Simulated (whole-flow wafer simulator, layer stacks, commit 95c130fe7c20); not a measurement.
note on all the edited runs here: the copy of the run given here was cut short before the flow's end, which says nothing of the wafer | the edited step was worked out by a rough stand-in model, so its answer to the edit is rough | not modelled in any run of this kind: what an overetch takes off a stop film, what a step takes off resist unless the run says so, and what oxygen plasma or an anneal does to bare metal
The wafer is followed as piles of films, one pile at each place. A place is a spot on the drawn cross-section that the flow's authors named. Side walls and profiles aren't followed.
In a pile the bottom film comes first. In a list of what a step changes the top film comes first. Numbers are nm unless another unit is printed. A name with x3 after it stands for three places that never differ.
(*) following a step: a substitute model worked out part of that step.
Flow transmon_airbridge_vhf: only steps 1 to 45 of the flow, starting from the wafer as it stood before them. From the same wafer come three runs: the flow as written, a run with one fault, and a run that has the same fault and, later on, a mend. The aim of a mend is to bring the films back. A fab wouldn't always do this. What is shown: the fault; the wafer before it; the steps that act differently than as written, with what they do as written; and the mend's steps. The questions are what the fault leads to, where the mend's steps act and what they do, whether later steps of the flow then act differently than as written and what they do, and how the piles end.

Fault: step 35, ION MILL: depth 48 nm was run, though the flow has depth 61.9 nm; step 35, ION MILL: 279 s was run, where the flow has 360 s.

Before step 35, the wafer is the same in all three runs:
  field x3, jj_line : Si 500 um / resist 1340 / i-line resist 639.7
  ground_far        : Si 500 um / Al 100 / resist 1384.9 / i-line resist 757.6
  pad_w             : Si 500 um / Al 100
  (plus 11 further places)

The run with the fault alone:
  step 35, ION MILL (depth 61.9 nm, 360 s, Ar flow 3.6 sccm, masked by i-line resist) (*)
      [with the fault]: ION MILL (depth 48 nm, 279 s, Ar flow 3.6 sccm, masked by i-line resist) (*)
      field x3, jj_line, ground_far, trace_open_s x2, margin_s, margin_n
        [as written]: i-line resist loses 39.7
        [with the fault]: i-line resist loses 30.8
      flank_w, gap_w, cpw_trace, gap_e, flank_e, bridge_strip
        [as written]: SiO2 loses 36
        [with the fault]: SiO2 loses 27.9
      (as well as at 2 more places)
  Steps later in the flow that act otherwise than as written (not shown: 3 more steps that differ only slightly, by at most 2% or 0.5 nm, whichever is larger):
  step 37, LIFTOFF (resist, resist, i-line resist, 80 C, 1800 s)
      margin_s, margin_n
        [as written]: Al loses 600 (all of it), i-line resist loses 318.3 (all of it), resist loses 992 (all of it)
        [with the fault]: Al loses 600 (all of it), i-line resist loses 327.2 (all of it), resist loses 992 (all of it)
  The piles end different from the flow's at pad_w, pad_e by more than 2% or 0.5 nm, whichever is larger.
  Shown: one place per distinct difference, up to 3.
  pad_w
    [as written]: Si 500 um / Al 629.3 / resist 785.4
    [with the fault]: Si 500 um / Al 643.3 / resist 783.1

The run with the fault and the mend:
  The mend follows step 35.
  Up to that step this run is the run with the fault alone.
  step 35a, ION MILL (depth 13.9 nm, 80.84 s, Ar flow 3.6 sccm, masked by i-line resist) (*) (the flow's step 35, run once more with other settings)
      field x3, jj_line, ground_far, trace_open_s x2, margin_s, margin_n
        i-line resist loses 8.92
      flank_w, gap_w, cpw_trace, gap_e, flank_e, bridge_strip
        SiO2 loses 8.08
      pad_w, pad_e
        Al loses 13.9
  Later steps of the flow that are run all act as written at every place that is followed.
  At the end the piles are close to the flow's at the places that both follow, differing by at most 2% or 0.5 nm, whichever is larger.
